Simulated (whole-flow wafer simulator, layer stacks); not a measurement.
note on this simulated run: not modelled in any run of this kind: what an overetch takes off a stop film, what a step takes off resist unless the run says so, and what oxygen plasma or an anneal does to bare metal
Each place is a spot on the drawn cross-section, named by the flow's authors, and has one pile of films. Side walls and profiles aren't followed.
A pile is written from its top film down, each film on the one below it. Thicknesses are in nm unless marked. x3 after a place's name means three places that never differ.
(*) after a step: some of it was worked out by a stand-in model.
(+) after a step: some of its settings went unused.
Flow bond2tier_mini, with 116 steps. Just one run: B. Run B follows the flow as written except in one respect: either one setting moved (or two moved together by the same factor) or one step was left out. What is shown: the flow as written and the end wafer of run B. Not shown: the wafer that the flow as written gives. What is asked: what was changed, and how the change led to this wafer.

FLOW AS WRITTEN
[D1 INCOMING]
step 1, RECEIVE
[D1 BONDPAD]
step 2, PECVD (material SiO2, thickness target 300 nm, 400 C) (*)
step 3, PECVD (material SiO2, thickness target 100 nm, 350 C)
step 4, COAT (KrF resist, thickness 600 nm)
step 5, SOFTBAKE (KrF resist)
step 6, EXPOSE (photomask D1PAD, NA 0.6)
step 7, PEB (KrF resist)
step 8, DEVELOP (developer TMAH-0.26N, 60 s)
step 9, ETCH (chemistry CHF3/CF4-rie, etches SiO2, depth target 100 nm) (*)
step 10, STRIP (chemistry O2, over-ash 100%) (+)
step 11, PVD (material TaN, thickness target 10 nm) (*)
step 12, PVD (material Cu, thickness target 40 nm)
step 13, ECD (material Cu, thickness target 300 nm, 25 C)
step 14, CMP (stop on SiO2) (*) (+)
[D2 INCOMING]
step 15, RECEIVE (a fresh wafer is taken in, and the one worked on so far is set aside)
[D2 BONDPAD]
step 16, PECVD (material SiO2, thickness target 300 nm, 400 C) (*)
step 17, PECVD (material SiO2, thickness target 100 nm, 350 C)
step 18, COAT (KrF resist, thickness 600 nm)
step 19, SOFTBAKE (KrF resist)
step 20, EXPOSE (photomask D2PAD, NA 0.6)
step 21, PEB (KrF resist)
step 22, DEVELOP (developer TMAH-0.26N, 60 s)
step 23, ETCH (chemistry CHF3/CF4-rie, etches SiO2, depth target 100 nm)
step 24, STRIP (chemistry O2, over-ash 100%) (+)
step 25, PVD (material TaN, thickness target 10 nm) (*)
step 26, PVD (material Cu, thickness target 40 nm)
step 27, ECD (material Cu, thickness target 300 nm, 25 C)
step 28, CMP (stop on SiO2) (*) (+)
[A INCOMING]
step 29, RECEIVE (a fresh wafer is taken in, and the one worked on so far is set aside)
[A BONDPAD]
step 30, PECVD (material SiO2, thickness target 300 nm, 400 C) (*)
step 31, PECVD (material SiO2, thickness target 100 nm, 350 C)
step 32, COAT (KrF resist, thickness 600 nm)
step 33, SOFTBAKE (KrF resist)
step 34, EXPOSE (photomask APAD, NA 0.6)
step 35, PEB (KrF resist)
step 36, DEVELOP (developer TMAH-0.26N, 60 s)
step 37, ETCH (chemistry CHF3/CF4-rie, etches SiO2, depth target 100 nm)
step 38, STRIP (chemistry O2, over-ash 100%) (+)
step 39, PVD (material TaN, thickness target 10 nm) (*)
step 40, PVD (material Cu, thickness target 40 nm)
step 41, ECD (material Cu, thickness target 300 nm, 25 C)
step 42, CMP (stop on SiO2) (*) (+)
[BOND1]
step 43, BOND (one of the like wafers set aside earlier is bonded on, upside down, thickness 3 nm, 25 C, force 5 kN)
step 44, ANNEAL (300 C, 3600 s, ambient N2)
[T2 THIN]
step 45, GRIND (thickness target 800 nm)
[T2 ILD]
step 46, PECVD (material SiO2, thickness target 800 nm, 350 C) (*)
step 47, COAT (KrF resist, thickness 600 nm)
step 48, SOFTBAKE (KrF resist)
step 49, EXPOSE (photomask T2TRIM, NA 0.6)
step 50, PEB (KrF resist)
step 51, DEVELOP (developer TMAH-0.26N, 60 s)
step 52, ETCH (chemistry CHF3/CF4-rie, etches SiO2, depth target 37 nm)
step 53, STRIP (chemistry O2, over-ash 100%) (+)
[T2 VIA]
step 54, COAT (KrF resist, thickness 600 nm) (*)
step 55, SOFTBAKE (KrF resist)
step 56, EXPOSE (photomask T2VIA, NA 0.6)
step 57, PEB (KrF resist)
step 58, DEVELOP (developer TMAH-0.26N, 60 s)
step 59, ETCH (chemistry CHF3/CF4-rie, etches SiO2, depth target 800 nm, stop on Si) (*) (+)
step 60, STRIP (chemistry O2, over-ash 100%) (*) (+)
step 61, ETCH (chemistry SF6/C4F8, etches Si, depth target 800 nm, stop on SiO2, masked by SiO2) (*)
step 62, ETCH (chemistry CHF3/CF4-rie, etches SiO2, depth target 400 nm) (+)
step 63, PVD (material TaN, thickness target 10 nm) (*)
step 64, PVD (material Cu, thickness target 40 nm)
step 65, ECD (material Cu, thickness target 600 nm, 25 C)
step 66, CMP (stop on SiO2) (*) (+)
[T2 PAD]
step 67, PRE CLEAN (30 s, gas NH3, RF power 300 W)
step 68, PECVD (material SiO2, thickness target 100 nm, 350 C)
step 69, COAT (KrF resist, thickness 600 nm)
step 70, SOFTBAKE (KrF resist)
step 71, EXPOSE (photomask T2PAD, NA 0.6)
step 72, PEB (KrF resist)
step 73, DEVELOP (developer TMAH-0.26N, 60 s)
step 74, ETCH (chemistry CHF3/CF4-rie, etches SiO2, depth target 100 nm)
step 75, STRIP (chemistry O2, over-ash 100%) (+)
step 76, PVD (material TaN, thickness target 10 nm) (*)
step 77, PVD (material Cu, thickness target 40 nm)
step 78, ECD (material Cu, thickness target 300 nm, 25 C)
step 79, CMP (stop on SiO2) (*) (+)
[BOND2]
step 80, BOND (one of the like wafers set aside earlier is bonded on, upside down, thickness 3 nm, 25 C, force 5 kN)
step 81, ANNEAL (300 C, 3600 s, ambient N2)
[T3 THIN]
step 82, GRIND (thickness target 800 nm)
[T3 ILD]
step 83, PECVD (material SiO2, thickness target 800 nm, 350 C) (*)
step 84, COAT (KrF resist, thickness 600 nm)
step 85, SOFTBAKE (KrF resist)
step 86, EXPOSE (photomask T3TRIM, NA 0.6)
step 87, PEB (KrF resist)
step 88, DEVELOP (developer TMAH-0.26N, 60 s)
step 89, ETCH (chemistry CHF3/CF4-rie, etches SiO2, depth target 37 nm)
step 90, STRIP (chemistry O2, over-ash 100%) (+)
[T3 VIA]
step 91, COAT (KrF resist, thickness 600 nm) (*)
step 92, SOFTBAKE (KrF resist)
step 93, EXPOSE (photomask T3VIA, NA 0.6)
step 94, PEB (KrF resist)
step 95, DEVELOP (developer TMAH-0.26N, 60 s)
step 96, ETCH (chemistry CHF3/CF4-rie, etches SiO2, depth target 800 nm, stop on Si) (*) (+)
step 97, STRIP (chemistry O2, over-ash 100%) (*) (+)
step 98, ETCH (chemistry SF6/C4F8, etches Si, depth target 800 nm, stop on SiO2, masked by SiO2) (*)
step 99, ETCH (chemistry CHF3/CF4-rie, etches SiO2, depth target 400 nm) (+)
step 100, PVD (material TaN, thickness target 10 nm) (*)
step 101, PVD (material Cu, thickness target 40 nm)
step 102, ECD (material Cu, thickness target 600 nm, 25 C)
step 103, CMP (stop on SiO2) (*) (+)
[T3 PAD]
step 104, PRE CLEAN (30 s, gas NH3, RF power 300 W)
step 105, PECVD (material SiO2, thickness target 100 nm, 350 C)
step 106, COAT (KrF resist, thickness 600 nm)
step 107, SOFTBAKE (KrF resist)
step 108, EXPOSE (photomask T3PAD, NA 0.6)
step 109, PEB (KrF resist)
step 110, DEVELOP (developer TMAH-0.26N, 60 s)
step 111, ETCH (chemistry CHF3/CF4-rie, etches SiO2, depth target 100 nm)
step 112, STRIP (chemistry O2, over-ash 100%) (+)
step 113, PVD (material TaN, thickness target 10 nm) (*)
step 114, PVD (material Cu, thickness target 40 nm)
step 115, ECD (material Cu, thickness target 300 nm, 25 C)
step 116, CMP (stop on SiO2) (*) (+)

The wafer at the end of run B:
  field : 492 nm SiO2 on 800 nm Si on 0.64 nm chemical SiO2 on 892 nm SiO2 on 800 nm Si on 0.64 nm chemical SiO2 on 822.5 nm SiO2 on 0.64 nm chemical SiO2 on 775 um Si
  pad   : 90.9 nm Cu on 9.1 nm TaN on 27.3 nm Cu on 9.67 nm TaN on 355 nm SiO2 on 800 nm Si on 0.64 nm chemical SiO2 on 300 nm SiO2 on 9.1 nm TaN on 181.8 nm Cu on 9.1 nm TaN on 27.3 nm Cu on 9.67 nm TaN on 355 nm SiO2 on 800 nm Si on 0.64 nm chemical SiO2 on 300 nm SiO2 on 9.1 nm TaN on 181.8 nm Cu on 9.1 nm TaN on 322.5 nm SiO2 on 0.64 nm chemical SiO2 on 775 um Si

The reason: step 31, PECVD: thickness target 122.5 nm was run, while the flow as written has thickness target 100 nm.

Step by step, how the change led to this:
  step 31, PECVD (material SiO2, thickness target 100 nm, 350 C)
      field, pad, via: SiO2 gains 122.5 (it would be, as written: SiO2 gains 100)
